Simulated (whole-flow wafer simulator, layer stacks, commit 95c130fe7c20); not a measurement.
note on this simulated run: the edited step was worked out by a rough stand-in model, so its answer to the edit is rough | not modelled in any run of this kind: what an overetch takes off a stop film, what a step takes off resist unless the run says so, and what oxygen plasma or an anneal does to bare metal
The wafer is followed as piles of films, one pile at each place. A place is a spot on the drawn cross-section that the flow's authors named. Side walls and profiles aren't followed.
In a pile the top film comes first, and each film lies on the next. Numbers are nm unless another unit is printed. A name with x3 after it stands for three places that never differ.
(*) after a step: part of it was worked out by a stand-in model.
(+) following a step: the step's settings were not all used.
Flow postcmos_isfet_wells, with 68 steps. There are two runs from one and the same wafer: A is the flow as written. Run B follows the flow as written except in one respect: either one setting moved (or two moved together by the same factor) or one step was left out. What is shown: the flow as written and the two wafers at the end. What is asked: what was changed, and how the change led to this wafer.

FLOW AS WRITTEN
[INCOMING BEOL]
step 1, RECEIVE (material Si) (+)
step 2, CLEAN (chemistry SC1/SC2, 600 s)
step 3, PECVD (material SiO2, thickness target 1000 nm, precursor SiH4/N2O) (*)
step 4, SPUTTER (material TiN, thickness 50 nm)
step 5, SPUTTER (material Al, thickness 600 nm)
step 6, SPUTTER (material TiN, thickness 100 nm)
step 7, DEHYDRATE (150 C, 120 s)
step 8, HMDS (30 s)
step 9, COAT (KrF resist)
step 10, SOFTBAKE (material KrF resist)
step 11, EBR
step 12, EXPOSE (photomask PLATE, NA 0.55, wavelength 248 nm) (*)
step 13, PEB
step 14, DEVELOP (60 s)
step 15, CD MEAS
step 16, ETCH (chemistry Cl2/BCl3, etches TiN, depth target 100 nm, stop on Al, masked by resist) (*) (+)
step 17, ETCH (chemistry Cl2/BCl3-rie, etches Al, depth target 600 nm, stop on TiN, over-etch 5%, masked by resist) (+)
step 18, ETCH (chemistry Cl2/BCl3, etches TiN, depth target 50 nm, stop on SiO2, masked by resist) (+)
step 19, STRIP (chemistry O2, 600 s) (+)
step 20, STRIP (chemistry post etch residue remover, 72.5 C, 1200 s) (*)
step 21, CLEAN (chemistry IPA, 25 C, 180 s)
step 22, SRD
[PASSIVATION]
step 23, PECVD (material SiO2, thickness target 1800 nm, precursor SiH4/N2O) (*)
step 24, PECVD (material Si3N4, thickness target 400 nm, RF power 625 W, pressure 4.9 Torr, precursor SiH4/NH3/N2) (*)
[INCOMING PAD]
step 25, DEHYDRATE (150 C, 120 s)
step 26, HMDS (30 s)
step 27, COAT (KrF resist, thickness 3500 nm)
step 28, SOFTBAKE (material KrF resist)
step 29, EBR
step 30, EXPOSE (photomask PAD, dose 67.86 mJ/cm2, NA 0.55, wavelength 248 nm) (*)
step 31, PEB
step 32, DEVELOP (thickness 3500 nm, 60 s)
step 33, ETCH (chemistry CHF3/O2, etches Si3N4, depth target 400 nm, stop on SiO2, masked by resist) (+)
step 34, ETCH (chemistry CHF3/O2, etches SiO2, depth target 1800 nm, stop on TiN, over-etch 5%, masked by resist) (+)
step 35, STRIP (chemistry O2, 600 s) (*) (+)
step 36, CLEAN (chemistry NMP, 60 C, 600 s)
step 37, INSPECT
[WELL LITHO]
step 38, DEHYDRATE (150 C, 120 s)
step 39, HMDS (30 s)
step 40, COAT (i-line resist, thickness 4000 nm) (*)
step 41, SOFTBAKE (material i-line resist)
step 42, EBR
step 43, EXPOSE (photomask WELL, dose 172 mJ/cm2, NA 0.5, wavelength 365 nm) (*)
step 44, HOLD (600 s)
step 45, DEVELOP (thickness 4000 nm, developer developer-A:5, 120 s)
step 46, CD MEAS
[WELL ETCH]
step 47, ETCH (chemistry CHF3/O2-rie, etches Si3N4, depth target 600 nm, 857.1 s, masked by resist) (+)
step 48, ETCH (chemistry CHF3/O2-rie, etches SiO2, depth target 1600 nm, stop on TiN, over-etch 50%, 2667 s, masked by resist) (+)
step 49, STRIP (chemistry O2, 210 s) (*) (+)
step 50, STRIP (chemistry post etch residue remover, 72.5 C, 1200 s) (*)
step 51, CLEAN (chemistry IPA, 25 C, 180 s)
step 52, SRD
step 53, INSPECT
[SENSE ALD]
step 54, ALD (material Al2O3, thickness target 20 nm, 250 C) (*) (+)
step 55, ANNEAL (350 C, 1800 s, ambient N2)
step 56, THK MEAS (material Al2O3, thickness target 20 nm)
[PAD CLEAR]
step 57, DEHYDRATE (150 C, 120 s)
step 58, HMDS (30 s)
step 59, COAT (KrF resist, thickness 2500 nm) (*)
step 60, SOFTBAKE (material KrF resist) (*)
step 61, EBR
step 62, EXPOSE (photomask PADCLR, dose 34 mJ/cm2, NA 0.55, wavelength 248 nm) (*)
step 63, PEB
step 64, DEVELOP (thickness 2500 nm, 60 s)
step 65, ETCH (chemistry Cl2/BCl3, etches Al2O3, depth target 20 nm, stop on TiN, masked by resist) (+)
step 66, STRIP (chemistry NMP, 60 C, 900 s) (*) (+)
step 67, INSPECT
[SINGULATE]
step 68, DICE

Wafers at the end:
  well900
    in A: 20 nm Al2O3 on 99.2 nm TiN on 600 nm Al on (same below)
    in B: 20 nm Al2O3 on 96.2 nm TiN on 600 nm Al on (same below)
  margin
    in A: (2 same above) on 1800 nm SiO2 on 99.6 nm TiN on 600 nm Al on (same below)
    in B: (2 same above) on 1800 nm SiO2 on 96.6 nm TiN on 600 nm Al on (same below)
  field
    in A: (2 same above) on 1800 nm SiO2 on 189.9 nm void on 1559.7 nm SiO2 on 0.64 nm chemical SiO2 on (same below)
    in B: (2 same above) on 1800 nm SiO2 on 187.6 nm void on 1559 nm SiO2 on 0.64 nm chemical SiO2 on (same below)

The reason: step 6, SPUTTER: thickness 97 nm was run, though the flow has thickness 100 nm; step 16, ETCH: depth target 97 nm was run, where the flow has depth target 100 nm.

How this came from the change, step by step:
  step 6, SPUTTER (material TiN, thickness 100 nm)
      field, margin, well900 and 6 more: A TiN gains 100 (new film) | B TiN gains 97 (new film)
  step 16, ETCH (chemistry Cl2/BCl3, etches TiN, depth target 100 nm, stop on Al, masked by resist) (*) (+)
      margin, well900, well1300, well2000, well3000, pad_rim, pad_clr, pad_open: A KrF resist loses 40 | B KrF resist loses 38.8
      field: A TiN loses 100 (all of it) | B TiN loses 97 (all of it)
